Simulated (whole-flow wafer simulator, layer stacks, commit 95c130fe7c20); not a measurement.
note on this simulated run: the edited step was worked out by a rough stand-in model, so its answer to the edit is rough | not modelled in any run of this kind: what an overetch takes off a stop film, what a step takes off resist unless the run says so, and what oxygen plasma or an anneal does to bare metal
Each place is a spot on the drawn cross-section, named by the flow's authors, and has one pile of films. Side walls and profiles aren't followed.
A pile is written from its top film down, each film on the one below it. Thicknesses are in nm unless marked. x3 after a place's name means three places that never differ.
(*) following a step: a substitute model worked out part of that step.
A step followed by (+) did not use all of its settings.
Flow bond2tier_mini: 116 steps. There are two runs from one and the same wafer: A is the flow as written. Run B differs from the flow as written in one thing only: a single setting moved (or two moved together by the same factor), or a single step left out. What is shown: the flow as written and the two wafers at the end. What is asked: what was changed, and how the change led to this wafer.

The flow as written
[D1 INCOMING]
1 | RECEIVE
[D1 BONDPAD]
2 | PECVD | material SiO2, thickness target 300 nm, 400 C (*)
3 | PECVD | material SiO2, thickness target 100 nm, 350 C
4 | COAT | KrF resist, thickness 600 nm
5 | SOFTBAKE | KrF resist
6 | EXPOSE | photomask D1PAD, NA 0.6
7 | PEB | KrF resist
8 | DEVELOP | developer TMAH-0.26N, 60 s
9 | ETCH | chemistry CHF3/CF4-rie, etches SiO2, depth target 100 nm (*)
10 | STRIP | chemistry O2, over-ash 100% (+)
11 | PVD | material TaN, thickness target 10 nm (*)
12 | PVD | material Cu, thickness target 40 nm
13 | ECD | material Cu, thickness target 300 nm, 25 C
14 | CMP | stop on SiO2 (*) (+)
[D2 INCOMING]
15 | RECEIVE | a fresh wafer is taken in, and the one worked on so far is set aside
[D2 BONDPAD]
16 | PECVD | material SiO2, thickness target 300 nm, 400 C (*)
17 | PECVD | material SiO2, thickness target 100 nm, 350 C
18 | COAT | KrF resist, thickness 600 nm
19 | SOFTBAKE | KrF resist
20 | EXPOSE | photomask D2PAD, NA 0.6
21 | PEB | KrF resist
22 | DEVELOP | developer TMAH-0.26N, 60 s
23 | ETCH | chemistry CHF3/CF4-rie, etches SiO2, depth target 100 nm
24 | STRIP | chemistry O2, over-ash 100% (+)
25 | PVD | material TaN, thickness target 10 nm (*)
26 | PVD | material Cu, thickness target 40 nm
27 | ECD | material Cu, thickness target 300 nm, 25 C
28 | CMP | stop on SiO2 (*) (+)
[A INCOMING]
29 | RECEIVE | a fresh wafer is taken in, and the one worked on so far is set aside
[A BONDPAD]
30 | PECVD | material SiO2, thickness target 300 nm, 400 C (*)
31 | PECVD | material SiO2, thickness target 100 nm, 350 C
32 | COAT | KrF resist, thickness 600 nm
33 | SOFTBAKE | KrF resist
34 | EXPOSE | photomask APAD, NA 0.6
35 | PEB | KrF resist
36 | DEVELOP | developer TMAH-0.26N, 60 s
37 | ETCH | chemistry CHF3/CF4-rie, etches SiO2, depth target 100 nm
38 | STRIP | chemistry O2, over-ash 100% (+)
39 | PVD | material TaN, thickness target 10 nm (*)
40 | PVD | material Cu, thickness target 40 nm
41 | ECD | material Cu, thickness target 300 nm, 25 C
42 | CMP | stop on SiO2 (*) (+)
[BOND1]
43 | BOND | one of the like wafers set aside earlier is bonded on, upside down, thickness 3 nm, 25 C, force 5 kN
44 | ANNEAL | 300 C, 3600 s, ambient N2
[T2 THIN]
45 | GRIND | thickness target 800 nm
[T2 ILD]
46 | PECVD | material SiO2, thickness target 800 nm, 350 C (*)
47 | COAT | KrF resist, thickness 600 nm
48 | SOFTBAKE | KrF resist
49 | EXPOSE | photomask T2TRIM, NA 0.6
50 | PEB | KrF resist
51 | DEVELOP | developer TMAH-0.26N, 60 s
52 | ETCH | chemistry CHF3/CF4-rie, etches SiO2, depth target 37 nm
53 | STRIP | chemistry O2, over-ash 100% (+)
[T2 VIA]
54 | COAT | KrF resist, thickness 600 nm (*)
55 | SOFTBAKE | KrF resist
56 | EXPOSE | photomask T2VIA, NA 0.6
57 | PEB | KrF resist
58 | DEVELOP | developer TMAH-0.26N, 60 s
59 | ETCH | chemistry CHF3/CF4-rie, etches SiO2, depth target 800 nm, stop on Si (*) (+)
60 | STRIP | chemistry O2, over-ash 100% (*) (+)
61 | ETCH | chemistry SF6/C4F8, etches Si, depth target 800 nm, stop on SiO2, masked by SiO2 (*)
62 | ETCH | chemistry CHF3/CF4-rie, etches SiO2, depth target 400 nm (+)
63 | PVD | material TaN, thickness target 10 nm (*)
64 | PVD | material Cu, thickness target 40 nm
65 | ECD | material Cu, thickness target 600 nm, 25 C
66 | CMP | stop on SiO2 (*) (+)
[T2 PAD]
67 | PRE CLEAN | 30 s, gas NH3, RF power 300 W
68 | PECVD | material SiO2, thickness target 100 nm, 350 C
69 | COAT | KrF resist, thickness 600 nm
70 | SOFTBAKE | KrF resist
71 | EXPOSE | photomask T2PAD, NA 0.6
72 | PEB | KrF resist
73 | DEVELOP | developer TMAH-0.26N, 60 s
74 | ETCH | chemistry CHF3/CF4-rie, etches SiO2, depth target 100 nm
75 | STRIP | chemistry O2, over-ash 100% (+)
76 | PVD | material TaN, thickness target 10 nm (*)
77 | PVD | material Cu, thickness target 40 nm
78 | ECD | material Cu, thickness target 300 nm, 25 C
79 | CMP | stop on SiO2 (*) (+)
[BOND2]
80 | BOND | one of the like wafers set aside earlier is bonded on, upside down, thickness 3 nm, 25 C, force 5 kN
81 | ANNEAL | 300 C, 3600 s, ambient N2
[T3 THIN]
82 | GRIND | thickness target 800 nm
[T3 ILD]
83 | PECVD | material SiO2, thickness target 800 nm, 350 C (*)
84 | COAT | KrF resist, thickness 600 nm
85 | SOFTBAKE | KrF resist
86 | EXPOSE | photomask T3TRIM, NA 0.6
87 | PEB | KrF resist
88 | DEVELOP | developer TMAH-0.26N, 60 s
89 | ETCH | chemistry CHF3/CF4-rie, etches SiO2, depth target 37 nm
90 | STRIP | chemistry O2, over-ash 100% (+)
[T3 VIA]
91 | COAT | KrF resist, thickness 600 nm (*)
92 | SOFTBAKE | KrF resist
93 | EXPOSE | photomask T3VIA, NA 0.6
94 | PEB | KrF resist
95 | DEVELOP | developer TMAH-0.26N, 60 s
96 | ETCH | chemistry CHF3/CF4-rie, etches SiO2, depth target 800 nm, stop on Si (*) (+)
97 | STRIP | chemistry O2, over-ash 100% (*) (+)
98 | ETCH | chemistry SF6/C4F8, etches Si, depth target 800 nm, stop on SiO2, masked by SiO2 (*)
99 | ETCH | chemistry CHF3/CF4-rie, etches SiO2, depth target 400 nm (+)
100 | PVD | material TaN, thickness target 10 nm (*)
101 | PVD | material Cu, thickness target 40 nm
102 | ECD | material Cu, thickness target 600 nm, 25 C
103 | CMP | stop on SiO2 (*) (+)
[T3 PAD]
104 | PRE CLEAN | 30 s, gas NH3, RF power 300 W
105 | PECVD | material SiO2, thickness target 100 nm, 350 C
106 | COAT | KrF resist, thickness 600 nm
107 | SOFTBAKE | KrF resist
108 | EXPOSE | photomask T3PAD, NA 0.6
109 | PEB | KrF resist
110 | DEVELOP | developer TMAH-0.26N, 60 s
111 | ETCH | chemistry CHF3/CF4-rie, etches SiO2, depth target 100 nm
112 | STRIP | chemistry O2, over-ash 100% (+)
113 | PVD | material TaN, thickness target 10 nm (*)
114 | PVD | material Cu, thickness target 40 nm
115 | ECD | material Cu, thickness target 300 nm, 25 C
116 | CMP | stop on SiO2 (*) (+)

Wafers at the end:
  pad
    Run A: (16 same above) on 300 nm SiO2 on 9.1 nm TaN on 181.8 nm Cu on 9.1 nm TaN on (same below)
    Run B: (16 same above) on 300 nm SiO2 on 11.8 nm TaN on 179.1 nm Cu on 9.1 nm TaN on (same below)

Cause: step 11, PVD: thickness target 13 nm was run, while the flow as written has thickness target 10 nm.

Step by step, how the change led to this:
  11 | PVD | material TaN, thickness target 10 nm (*)
      field: A TaN gains 10 (new film) | B TaN gains 13 (new film)
      pad: A TaN gains 9.1 (new film) | B TaN gains 11.8 (new film)
      (also at 1 further place)
  14 | CMP | stop on SiO2 (*) (+)
      field: A Cu loses 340 (all of it), TaN loses 10 (all of it) | B Cu loses 340 (all of it), TaN loses 13 (all of it)
  43 | BOND | one of the like wafers set aside earlier is bonded on, upside down, thickness 3 nm, 25 C, force 5 kN
      pad: A Si gains 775 um (new film), chemical SiO2 gains 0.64 (new film), SiO2 gains 300 (new film), TaN gains 9.1 (new film), Cu gains 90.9 | B Si gains 775 um (new film), chemical SiO2 gains 0.64 (new film), SiO2 gains 300 (new film), TaN gains 11.8 (new film), Cu gains 88.2
      via: A Si gains 775 um (new film), chemical SiO2 gains 0.64 (new film), SiO2 gains 300 (new film), TaN gains 9.97 (new film), Cu gains 90 | B Si gains 775 um (new film), chemical SiO2 gains 0.64 (new film), SiO2 gains 300 (new film), TaN gains 13 (new film), Cu gains 87
